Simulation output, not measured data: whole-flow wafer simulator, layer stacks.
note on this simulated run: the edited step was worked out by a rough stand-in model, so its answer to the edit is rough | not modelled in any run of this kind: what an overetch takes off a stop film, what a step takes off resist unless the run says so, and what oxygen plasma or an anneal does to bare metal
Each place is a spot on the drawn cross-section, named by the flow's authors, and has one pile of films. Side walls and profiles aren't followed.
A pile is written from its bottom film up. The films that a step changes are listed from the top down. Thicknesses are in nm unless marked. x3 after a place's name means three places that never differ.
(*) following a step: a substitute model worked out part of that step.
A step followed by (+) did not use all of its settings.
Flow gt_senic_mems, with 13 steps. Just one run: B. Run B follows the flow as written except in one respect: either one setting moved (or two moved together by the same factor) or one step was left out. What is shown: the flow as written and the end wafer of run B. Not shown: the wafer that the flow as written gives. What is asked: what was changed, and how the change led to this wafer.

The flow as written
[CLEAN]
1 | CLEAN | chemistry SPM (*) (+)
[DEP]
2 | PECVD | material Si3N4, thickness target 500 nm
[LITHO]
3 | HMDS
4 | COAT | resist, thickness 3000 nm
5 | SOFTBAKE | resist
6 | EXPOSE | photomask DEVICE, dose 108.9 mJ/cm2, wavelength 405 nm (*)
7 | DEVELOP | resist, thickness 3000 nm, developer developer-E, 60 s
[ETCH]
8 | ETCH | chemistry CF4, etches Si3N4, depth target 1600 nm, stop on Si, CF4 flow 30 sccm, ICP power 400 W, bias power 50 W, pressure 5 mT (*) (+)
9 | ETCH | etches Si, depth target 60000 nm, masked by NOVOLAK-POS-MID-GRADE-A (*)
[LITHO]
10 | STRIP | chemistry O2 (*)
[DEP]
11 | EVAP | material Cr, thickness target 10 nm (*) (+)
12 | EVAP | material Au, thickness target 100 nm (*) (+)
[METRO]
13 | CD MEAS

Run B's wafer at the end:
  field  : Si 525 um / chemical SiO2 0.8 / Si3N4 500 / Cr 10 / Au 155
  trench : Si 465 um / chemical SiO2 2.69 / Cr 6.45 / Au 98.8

The reason: step 12, EVAP: thickness target 155 nm was run, whereas the flow has thickness target 100 nm.
The wafer itself shows it: field has Au 155, and step 12 as written asks for 100 nm.

Step by step, how the change led to this:
  12 | EVAP | material Au, thickness target 100 nm (*) (+)
      field: Au gains 155 (new film) (in the flow as written it would be: Au gains 100 (new film))
      trench: Au gains 98.8 (new film) (in the flow as written it would be: Au gains 64.1 (new film))
